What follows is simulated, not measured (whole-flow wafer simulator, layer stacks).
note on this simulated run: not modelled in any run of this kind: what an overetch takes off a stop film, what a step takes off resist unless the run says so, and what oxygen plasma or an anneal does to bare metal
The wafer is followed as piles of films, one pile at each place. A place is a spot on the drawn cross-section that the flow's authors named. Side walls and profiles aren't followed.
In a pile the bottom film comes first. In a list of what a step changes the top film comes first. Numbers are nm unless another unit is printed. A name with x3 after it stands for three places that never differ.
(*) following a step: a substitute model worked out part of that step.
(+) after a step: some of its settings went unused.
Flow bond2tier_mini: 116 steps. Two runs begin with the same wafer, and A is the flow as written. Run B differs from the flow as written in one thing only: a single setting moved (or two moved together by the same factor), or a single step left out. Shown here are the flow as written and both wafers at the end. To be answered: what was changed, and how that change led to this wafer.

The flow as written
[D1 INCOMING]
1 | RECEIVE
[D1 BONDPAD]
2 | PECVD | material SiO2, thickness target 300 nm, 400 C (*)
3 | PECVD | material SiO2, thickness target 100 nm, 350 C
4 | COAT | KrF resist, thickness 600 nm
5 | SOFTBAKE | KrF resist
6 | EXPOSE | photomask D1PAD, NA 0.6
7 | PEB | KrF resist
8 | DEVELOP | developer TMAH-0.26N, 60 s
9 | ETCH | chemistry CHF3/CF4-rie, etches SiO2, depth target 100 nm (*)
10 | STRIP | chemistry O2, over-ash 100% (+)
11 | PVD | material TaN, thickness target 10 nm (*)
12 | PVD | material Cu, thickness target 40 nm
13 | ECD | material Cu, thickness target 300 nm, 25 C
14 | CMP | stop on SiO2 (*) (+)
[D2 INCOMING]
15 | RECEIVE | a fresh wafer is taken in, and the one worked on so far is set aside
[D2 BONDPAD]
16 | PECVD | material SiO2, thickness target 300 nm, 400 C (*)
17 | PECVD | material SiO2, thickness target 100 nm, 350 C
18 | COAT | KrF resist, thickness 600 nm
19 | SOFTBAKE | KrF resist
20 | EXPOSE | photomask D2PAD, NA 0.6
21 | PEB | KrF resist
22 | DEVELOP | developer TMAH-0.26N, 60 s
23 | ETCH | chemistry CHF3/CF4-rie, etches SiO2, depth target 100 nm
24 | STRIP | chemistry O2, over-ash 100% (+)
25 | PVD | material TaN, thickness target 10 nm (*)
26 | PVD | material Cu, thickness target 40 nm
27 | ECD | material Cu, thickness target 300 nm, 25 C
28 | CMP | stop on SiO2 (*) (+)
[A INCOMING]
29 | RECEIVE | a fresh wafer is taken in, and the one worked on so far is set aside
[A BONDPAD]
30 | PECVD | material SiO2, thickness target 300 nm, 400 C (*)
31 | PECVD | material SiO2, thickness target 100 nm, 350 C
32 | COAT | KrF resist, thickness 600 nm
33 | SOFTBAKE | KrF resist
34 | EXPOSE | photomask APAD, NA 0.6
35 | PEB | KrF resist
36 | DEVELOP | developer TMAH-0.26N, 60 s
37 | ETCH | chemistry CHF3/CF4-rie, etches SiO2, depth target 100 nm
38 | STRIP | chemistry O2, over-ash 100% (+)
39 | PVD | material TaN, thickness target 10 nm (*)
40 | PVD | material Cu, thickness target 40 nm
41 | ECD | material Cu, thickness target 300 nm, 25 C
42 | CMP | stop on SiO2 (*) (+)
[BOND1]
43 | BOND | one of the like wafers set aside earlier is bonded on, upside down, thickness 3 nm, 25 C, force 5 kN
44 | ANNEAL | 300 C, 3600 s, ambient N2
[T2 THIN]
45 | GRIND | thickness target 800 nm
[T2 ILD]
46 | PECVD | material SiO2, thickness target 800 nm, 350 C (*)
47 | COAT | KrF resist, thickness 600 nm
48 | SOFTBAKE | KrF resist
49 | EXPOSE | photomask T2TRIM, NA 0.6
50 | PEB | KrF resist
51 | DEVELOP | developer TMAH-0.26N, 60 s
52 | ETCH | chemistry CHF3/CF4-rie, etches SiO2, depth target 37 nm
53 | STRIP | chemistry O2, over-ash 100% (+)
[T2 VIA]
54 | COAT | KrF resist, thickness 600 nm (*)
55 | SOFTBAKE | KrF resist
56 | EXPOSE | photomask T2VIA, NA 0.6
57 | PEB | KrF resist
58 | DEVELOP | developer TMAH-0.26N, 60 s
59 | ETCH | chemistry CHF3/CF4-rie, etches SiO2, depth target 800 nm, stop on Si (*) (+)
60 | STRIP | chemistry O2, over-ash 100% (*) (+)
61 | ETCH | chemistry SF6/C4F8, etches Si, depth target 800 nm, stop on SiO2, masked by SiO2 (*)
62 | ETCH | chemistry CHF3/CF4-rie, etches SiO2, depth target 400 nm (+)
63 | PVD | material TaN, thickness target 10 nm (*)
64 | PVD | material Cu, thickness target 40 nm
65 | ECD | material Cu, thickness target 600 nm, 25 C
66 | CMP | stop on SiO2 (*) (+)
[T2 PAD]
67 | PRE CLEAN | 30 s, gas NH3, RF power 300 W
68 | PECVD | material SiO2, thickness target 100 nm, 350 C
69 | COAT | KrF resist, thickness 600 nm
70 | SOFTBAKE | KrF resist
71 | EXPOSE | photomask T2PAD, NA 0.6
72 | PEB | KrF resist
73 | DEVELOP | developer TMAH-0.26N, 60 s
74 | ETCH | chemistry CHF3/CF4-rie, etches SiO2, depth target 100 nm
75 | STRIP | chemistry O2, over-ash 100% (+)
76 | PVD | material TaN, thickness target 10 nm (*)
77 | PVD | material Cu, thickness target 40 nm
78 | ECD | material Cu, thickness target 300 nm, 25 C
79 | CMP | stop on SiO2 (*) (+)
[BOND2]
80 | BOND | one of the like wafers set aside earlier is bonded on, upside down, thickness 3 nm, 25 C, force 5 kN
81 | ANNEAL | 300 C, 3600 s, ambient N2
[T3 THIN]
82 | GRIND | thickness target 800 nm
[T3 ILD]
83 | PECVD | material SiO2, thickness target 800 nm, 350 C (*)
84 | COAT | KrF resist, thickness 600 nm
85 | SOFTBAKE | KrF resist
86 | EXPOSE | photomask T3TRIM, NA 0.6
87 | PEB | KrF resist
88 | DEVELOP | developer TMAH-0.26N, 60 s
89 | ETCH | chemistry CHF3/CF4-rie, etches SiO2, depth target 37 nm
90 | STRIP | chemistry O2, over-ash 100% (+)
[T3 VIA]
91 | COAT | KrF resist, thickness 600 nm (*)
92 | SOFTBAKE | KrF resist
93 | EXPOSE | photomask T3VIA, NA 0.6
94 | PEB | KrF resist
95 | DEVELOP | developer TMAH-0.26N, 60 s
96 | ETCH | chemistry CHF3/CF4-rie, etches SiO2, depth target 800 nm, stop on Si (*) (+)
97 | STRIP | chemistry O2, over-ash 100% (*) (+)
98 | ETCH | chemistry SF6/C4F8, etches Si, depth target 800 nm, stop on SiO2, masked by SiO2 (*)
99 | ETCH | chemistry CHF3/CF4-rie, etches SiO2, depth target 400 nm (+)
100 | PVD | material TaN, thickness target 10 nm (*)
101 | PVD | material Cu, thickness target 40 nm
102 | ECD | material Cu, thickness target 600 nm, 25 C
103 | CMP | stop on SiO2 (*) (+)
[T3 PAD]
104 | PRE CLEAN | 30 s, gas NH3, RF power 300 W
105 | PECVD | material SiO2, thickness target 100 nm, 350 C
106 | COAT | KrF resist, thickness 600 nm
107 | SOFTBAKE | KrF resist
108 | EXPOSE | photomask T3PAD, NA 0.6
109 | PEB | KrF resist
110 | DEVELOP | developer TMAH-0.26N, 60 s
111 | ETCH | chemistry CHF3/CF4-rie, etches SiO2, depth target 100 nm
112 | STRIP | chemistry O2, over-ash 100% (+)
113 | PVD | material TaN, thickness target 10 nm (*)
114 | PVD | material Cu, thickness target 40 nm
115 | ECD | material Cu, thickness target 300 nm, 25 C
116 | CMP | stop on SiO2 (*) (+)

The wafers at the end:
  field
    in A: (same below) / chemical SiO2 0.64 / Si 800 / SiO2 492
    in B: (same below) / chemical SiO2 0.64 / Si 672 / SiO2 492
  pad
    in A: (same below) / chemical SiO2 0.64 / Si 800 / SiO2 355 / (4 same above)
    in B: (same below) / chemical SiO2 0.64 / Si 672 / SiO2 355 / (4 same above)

What caused this: step 82, GRIND: thickness target 672 nm was run, though the flow has thickness target 800 nm.
One can read it off the wafer: field has Si 672, and step 82 as written asks for 800 nm.

How this came from the change, step by step:
  82 | GRIND | thickness target 800 nm
      field, pad: A Si loses 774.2 um | B Si loses 774.33 um
